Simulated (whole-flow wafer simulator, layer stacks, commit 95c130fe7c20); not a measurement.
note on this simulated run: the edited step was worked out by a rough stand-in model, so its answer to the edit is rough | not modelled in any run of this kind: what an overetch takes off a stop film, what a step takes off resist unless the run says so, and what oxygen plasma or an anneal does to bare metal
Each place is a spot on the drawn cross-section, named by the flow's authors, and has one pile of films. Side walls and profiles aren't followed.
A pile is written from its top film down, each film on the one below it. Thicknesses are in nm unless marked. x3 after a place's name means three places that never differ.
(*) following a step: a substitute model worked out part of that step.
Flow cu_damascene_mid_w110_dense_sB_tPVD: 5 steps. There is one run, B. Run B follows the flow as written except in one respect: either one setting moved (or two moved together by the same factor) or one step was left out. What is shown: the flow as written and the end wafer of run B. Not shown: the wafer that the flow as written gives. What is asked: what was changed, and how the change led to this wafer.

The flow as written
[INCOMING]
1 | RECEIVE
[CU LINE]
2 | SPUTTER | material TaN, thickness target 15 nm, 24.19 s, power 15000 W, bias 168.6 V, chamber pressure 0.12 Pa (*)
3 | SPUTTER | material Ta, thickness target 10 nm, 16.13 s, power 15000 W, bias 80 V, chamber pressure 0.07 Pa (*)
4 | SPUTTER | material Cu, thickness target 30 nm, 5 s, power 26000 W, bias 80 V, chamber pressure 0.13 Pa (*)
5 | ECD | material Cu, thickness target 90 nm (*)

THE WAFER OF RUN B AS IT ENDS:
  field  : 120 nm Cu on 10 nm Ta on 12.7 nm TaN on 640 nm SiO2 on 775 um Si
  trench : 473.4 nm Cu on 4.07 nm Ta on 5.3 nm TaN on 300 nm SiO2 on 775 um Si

Cause: step 2, SPUTTER: 20.56 s was run, while the flow as written has 24.19 s.

The path from the change to this, step by step:
  2 | SPUTTER | material TaN, thickness target 15 nm, 24.19 s, power 15000 W, bias 168.6 V, chamber pressure 0.12 Pa (*)
      field: TaN gains 12.7 (new film) (in the flow as written it would be: TaN gains 15 (new film))
      trench: TaN gains 5.3 (new film) (in the flow as written it would be: TaN gains 6.23 (new film))
